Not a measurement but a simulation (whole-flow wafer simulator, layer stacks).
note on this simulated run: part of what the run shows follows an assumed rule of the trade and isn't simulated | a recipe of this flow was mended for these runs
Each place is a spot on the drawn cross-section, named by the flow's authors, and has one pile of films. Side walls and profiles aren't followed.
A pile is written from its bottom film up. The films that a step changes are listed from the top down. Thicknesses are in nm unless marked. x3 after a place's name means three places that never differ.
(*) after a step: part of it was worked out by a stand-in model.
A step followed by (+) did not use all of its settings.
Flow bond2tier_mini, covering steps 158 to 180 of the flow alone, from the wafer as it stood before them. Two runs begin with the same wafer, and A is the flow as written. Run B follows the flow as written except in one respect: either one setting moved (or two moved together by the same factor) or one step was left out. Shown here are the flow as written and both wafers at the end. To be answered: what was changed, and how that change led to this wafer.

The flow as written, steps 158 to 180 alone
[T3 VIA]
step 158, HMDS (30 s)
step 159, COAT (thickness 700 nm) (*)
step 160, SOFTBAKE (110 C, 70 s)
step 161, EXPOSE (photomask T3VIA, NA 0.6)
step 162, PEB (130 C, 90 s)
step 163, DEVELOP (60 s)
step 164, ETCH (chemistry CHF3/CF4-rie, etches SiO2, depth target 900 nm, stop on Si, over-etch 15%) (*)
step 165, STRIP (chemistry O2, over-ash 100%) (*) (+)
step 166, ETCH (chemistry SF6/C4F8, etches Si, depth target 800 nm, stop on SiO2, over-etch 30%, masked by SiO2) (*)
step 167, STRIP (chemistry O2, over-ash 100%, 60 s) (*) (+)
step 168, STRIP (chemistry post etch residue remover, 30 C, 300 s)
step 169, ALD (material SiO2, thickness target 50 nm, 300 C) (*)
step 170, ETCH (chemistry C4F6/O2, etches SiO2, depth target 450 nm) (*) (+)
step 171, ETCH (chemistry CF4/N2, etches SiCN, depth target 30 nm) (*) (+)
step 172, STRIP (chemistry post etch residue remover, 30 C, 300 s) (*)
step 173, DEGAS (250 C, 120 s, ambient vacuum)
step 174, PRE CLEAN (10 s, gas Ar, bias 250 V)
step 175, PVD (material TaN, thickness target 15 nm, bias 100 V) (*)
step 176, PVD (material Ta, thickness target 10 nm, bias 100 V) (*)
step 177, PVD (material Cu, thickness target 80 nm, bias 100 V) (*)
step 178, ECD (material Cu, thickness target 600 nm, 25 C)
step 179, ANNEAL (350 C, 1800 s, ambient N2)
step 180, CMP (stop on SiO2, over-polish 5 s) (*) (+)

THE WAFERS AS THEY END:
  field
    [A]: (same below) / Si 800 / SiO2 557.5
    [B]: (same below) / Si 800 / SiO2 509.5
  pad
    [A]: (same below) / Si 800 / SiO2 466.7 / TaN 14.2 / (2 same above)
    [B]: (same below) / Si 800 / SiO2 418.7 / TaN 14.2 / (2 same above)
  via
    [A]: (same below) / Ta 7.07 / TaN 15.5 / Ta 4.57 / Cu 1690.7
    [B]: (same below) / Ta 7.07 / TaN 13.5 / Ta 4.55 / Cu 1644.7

What caused this: step 169, ALD: thickness target 56 nm was run, though the flow has thickness target 50 nm; step 170, ETCH: depth target 504 nm was run, where the flow has depth target 450 nm.

The path from the change to this, step by step:
  step 169, ALD (material SiO2, thickness target 50 nm, 300 C) (*)
      field, pad, via: A SiO2 gains 50 | B SiO2 gains 56
  step 170, ETCH (chemistry C4F6/O2, etches SiO2, depth target 450 nm) (*) (+)
      field, pad: A SiO2 loses 450 | B SiO2 loses 504
      via: A SiO2 loses 348.1 (all of it), SiCN loses 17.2 | B SiO2 loses 354.1 (all of it), SiCN loses 25.3
  step 171, ETCH (chemistry CF4/N2, etches SiCN, depth target 30 nm) (*) (+)
      via: A SiCN loses 17.6 (all of it), TaN loses 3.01 | B SiCN loses 9.55 (all of it), TaN loses 4.99
